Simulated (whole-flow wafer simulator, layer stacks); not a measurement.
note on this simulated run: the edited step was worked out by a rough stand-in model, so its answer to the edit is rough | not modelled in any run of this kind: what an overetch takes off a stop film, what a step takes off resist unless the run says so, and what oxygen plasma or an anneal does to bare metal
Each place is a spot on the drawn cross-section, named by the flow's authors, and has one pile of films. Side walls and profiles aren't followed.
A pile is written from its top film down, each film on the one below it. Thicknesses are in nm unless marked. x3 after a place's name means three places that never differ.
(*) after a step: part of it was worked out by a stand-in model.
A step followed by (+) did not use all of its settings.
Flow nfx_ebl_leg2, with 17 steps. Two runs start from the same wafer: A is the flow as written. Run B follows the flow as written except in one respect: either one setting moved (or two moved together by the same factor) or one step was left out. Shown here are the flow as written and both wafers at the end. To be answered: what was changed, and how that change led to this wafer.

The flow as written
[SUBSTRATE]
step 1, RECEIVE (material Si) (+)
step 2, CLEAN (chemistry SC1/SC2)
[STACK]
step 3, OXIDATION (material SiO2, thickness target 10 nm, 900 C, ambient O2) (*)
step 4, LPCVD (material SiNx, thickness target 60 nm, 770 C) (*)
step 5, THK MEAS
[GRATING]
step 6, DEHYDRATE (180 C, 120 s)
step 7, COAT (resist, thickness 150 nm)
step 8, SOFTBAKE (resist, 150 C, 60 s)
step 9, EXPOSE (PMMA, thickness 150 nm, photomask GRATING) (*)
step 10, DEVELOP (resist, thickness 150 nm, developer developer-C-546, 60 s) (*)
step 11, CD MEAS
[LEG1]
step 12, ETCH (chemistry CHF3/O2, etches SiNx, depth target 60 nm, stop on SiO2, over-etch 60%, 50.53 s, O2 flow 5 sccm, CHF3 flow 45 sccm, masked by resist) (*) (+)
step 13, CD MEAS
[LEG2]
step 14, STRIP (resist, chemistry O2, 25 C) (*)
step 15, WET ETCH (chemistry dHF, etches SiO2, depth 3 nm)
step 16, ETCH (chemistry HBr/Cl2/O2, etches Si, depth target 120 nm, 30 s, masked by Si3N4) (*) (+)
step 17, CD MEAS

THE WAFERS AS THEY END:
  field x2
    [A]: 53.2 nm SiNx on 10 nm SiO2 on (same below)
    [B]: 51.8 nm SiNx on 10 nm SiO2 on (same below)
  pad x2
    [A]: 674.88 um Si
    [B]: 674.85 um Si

The reason: step 16, ETCH: depth target 144 nm was run, though the flow has depth target 120 nm; step 16, ETCH: 36 s was run, where the flow has 30 s.

The path from the change to this, step by step:
  step 16, ETCH (chemistry HBr/Cl2/O2, etches Si, depth target 120 nm, 30 s, masked by Si3N4) (*) (+)
      field x2: A SiNx loses 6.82 | B SiNx loses 8.18
      pad x2: A Si loses 120 | B Si loses 144
